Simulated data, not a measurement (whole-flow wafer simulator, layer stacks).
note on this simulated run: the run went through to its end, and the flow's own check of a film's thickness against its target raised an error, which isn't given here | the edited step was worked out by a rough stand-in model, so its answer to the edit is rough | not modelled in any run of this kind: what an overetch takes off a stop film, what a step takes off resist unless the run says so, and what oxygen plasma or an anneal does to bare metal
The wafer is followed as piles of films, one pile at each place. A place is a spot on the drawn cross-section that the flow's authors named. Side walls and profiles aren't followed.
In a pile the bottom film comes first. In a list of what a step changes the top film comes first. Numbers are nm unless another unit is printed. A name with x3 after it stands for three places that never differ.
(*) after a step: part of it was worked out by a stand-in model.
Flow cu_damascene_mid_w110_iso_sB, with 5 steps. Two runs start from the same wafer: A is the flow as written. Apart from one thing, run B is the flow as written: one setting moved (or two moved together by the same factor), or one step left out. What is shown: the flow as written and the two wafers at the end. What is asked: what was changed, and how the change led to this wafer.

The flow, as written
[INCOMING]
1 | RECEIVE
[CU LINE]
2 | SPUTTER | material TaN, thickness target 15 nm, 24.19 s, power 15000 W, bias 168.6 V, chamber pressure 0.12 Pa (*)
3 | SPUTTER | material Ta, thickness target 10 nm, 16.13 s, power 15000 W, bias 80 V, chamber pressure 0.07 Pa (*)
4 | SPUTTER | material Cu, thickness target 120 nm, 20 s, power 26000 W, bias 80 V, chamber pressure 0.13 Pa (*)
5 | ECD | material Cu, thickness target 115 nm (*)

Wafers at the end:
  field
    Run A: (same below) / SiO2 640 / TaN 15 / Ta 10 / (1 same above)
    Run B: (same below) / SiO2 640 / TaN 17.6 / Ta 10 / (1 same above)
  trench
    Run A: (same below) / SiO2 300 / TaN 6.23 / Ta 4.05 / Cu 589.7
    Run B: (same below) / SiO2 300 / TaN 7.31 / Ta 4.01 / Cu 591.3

Cause: step 2, SPUTTER: thickness target 17.6 nm was run, while the flow as written has thickness target 15 nm; step 2, SPUTTER: 28.42 s was run, where the flow has 24.19 s.
The wafer itself shows it: field has TaN 17.6, and step 2 as written asks for 15 nm.

How this came from the change, step by step:
  2 | SPUTTER | material TaN, thickness target 15 nm, 24.19 s, power 15000 W, bias 168.6 V, chamber pressure 0.12 Pa (*)
      field: A TaN gains 15 (new film) | B TaN gains 17.6 (new film)
      trench: A TaN gains 6.23 (new film) | B TaN gains 7.31 (new film)
